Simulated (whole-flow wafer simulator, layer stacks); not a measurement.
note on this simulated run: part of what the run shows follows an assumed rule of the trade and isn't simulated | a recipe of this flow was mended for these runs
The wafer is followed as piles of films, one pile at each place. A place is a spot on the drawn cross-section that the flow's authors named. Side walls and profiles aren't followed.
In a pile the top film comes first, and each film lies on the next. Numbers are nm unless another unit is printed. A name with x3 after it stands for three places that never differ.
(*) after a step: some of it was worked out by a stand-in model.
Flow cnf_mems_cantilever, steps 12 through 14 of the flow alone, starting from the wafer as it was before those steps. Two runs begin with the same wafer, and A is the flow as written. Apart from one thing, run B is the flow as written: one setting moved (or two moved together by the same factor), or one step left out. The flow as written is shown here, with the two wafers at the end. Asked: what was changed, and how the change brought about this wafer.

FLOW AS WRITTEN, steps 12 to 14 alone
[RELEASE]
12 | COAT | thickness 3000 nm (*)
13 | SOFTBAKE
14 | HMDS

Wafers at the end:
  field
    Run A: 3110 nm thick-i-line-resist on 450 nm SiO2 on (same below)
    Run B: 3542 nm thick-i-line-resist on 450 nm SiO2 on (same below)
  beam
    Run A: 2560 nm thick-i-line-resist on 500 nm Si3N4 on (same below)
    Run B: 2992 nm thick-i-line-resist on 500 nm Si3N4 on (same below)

What caused this: step 12, COAT: thickness 3432 nm was run, though the flow has thickness 3000 nm.

Step by step, how the change led to this:
  12 | COAT | thickness 3000 nm (*)
      field: A thick-i-line-resist gains 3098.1 (new film) | B thick-i-line-resist gains 3532.7 (new film)
      beam: A thick-i-line-resist gains 2607.6 (new film) | B thick-i-line-resist gains 3029.3 (new film)
  13 | SOFTBAKE
      field: A thick-i-line-resist gains 11.9 | B thick-i-line-resist gains 9.33
      beam: A thick-i-line-resist loses 47.6 | B thick-i-line-resist loses 37.3
